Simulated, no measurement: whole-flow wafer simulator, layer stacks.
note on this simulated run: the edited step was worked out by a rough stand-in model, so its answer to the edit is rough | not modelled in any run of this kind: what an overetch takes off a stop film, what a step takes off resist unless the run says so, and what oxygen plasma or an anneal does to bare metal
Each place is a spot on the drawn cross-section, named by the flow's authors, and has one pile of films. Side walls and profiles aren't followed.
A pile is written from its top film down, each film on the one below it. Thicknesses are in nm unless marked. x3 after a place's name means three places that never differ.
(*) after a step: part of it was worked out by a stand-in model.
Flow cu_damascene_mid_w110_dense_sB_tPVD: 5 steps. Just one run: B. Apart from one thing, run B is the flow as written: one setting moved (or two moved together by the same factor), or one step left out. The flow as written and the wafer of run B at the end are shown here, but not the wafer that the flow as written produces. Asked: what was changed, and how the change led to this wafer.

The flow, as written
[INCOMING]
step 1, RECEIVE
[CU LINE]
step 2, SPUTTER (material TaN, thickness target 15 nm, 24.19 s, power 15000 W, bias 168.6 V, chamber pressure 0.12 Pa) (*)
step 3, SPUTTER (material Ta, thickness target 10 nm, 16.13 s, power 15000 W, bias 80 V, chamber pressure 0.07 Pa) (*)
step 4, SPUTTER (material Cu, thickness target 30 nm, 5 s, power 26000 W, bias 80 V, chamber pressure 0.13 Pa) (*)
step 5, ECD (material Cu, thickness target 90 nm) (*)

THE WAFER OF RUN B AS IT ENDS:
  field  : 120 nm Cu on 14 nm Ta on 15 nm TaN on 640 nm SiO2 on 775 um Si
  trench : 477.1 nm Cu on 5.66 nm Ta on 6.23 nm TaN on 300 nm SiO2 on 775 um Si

Cause: step 3, SPUTTER: 22.58 s was run, though the flow has 16.13 s.

Step by step, how the change led to this:
  step 3, SPUTTER (material Ta, thickness target 10 nm, 16.13 s, power 15000 W, bias 80 V, chamber pressure 0.07 Pa) (*)
      field: Ta gains 14 (new film) (as written it would have been: Ta gains 10 (new film))
      trench: Ta gains 5.66 (new film) (as written it would have been: Ta gains 4.05 (new film))
